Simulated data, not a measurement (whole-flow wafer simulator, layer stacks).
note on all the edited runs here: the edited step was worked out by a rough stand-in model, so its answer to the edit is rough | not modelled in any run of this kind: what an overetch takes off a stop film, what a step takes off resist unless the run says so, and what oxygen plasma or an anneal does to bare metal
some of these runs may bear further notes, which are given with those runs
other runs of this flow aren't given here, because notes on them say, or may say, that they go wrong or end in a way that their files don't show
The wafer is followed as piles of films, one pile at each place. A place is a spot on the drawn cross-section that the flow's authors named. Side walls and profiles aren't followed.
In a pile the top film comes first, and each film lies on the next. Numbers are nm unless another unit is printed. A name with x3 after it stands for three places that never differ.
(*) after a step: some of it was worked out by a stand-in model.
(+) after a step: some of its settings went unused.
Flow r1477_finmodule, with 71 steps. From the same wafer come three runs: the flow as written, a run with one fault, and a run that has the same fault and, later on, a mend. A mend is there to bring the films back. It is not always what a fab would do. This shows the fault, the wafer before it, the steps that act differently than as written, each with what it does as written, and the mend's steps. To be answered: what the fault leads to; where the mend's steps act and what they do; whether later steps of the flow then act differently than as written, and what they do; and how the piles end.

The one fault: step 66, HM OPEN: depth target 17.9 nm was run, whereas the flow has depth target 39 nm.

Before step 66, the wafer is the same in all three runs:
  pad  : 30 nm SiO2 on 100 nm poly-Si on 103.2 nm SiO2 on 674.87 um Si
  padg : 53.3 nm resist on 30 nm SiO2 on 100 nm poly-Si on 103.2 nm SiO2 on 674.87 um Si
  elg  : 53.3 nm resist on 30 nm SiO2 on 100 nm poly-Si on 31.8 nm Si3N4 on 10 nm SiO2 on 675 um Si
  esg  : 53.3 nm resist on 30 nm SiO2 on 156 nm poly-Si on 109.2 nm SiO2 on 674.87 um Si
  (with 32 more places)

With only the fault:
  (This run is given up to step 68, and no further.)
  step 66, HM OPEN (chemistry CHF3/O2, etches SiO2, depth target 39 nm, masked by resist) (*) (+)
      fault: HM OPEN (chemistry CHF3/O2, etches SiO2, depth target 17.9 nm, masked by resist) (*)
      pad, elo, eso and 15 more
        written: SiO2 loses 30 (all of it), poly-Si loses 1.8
        fault: SiO2 loses 17.9
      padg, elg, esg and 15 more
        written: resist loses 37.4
        fault: resist loses 17.2
  Later steps of the flow acting differently than as written:
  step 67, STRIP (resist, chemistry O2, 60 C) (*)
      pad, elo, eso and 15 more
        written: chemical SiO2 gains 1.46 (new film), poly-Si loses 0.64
        fault: nothing
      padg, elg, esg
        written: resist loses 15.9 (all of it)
        fault: resist loses 36.1 (all of it)
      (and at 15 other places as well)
  After step 68, at pad, elo, eso and 15 more, the piles differ from the flow's by more than 2% or 0.5 nm, whichever is larger.
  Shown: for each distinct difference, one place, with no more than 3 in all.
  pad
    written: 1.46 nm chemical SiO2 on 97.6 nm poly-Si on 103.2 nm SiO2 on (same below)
    fault: 12.1 nm SiO2 on 100 nm poly-Si on 103.2 nm SiO2 on (same below)
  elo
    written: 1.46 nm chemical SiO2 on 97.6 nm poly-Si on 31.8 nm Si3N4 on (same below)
    fault: 12.1 nm SiO2 on 100 nm poly-Si on 31.8 nm Si3N4 on (same below)
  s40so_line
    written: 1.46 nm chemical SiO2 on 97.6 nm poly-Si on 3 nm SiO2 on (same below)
    fault: 12.1 nm SiO2 on 100 nm poly-Si on 3 nm SiO2 on (same below)

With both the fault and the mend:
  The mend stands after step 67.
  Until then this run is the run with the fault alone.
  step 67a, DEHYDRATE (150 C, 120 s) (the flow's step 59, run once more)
      alters no film at any place that is followed
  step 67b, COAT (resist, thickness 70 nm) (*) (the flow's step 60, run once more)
      e40lg, e100lg, e200lg, elo, e40lo, e100lo, e200lo
        resist gains 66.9 (new film)
      s40sg, s45sg, s40so, s45so
        resist gains 91 (new film)
      s40sg_line, s45sg_line, s40so_line, s45so_line
        resist gains 68.5 (new film)
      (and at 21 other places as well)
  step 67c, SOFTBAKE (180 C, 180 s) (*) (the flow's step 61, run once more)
      alters no film at any place that is followed
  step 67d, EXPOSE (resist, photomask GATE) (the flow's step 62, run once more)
      alters no film at any place that is followed
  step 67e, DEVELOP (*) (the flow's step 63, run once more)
      elo, e40lo, e100lo, e200lo
        resist loses 66.9 (all of it)
      eso, e40so
        resist loses 129.5 (all of it)
      s40so, s45so
        resist loses 91 (all of it)
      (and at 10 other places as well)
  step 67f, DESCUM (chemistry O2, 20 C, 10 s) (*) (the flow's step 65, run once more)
      padg, elg, esg and 15 more
        resist loses 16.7
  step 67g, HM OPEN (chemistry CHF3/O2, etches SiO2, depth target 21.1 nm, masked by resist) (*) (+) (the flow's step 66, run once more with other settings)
      pad, elo, eso and 15 more
        SiO2 loses 12.1 (all of it), poly-Si loses 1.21
      padg, elg, esg and 15 more
        resist loses 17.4
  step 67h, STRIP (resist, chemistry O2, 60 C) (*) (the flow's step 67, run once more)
      pad, elo, eso and 15 more
        chemical SiO2 gains 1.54 (new film), poly-Si loses 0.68
      elg, esg
        resist loses 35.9 (all of it)
      e40lg, e100lg
        resist loses 32.7 (all of it)
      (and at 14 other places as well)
  Every later step of the flow that is run acts as written, at every place that is followed, to within 2% or 0.5 nm, whichever is larger.
  At the end the piles are close to the flow's at the places that both follow, differing by at most 2% or 0.5 nm, whichever is larger.
